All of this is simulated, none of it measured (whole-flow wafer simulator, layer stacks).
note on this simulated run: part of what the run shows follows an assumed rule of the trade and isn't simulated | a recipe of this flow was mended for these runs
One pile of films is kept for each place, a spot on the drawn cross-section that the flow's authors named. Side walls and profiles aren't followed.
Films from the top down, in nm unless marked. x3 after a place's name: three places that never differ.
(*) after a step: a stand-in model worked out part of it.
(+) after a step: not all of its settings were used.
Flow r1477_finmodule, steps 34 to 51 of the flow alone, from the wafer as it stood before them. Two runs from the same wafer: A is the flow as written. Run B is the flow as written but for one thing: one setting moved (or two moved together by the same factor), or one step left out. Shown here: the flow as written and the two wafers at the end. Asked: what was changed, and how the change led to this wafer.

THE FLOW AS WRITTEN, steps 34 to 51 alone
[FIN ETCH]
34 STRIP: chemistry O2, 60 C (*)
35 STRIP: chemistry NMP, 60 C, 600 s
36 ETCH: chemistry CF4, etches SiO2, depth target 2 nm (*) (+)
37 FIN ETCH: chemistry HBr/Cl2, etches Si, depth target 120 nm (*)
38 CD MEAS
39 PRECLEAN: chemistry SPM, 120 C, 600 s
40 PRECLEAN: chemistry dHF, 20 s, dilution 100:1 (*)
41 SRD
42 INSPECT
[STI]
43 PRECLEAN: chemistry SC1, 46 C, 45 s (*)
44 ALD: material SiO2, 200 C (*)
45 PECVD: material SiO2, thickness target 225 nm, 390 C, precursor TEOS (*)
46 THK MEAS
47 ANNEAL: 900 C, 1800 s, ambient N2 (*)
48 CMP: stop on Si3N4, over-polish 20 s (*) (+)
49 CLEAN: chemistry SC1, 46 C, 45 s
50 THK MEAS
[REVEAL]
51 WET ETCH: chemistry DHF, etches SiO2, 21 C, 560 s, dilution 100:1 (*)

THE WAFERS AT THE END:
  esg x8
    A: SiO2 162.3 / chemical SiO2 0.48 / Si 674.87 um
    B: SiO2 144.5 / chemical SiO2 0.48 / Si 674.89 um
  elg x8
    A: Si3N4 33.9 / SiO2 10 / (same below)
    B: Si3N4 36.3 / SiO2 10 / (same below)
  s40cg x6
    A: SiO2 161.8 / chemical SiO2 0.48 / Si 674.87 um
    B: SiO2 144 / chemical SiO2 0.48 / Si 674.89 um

The cause: step 37, FIN ETCH: depth target 102.2 nm was run, where the flow has depth target 120 nm.

How the change led to this, step by step:
  37 FIN ETCH: chemistry HBr/Cl2, etches Si, depth target 120 nm (*)
      pad x2, esg x8, s40cg x6, s40sg x6: A Si -120 | B Si -102.2
      elg x8: A Si3N4 -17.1 | B Si3N4 -14.6
      (and at 6 more places)
  44 ALD: material SiO2, 200 C (*)
      esg x8: A SiO2 +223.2 (new film) | B SiO2 +208 (new film)
      s40cg x6: A SiO2 +263.2 (new film) | B SiO2 +246.8 (new film)
      (and at 6 more places)
  48 CMP: stop on Si3N4, over-polish 20 s (*) (+)
      pad x2: A SiO2 -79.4 | B SiO2 -97.2
  51 WET ETCH: chemistry DHF, etches SiO2, 21 C, 560 s, dilution 100:1 (*)
      elg x8: A SiO2 -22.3 (all of it), Si3N4 -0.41 | B SiO2 -19.7 (all of it), Si3N4 -0.54
